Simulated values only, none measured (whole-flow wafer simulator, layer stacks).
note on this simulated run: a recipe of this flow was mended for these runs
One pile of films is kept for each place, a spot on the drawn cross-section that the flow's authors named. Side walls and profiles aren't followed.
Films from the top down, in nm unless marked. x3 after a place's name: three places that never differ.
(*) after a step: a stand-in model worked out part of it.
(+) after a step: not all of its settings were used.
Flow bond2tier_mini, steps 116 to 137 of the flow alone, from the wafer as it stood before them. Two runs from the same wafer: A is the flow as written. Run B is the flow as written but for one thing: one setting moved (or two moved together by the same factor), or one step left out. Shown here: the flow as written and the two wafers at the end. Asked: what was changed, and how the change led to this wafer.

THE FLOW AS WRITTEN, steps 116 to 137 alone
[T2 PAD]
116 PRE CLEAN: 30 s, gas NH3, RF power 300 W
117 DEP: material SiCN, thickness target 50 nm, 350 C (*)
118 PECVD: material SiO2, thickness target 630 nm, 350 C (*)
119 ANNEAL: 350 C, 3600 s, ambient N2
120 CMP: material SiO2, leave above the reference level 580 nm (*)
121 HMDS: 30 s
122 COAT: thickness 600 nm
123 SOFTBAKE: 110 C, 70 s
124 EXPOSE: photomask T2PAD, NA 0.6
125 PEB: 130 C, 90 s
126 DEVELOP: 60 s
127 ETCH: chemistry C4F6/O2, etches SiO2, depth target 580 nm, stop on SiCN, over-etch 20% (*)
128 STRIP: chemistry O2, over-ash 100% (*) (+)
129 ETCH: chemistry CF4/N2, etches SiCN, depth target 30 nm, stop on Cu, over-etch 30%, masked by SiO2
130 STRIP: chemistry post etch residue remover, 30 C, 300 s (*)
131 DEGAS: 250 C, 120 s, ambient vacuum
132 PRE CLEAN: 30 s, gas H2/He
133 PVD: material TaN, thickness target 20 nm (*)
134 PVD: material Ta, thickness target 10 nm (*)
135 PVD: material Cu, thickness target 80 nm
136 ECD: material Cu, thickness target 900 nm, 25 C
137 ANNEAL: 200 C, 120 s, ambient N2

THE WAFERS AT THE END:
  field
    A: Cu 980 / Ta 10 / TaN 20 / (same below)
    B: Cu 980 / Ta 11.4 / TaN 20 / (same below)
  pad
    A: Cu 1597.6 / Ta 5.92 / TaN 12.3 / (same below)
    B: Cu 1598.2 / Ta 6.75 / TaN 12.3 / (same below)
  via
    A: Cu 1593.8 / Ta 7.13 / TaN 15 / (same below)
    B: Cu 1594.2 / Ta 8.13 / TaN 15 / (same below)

The cause: step 134, PVD: thickness target 11.4 nm was run, where the flow has thickness target 10 nm.
It can be read off the wafer: field has Ta 11.4, and step 134 as written asks for 10 nm.

How the change led to this, step by step:
  134 PVD: material Ta, thickness target 10 nm (*)
      field: A Ta +10 (new film) | B Ta +11.4 (new film)
      pad: A Ta +5.92 (new film) | B Ta +6.75 (new film)
      (and at 1 more place)
